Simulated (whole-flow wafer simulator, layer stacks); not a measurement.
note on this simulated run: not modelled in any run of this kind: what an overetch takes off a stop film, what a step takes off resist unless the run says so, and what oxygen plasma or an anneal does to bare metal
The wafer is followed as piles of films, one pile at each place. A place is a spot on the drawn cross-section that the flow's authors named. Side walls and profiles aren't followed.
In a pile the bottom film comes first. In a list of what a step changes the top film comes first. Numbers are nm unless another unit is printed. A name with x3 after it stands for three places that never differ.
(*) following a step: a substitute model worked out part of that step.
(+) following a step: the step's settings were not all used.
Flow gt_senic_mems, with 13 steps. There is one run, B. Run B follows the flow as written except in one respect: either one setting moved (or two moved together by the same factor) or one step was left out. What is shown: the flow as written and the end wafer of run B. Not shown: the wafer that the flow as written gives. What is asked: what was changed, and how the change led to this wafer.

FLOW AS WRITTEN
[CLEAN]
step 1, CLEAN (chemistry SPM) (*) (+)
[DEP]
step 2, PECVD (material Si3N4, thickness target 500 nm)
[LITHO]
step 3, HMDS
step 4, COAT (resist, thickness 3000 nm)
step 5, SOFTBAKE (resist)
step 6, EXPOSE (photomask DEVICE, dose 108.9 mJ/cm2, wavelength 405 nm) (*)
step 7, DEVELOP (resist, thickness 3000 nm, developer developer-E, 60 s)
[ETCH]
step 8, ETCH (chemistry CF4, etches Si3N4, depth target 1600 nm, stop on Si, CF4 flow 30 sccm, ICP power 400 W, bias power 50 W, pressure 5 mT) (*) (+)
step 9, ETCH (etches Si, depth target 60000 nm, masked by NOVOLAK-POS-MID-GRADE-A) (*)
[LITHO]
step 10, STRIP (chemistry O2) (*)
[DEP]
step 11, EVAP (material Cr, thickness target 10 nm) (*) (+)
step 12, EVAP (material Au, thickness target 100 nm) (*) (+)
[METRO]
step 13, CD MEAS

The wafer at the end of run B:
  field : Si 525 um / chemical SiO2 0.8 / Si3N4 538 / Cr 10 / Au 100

The reason: step 2, PECVD: thickness target 538 nm was run, though the flow has thickness target 500 nm.
The wafer itself shows it: field has Si3N4 538, and step 2 as written asks for 500 nm.

The path from the change to this, step by step:
  step 2, PECVD (material Si3N4, thickness target 500 nm)
      field, trench: +538 Si3N4 (new film) (in the flow as written it would be: +500 Si3N4 (new film))
  step 8, ETCH (chemistry CF4, etches Si3N4, depth target 1600 nm, stop on Si, CF4 flow 30 sccm, ICP power 400 W, bias power 50 W, pressure 5 mT) (*) (+)
      field: -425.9 resist (in the flow as written it would be: -400.5 resist)
      trench: -538 Si3N4 (all of it), -0.8 chemical SiO2 (all of it) (in the flow as written it would be: -500 Si3N4 (all of it), -0.8 chemical SiO2 (all of it))
